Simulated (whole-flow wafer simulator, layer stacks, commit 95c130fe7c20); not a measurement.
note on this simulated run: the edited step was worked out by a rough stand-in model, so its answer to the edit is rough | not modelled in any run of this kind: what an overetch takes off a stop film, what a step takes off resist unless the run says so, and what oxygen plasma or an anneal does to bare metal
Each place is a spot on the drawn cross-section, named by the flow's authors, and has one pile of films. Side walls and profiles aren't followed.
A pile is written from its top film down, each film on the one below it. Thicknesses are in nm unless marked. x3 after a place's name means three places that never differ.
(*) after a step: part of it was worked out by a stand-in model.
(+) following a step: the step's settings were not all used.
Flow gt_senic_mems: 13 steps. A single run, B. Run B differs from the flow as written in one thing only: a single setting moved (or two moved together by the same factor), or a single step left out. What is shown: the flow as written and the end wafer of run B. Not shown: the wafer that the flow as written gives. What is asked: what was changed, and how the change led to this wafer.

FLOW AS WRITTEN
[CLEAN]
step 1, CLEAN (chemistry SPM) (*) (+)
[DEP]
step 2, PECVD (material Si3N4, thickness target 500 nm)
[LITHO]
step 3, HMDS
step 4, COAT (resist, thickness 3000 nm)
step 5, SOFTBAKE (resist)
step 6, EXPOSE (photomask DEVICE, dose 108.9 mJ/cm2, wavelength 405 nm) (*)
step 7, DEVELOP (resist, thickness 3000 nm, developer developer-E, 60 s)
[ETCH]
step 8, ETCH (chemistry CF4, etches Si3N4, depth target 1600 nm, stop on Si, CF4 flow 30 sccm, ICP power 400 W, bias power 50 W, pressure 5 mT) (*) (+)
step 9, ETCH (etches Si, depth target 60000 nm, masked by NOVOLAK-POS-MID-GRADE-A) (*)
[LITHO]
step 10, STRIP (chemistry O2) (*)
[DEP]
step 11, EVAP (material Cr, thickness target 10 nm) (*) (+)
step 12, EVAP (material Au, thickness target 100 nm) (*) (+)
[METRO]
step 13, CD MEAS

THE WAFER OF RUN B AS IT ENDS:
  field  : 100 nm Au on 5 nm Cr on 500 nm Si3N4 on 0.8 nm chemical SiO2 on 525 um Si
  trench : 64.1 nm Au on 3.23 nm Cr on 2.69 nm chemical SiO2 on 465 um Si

What caused this: step 11, EVAP: thickness target 5 nm was run, though the flow has thickness target 10 nm.
The wafer itself shows it: field has Cr 5, and step 11 as written asks for 10 nm.

How this came from the change, step by step:
  step 11, EVAP (material Cr, thickness target 10 nm) (*) (+)
      field: +5 Cr (new film) (in the flow as written it would be: +10 Cr (new film))
      trench: +3.23 Cr (new film) (in the flow as written it would be: +6.45 Cr (new film))
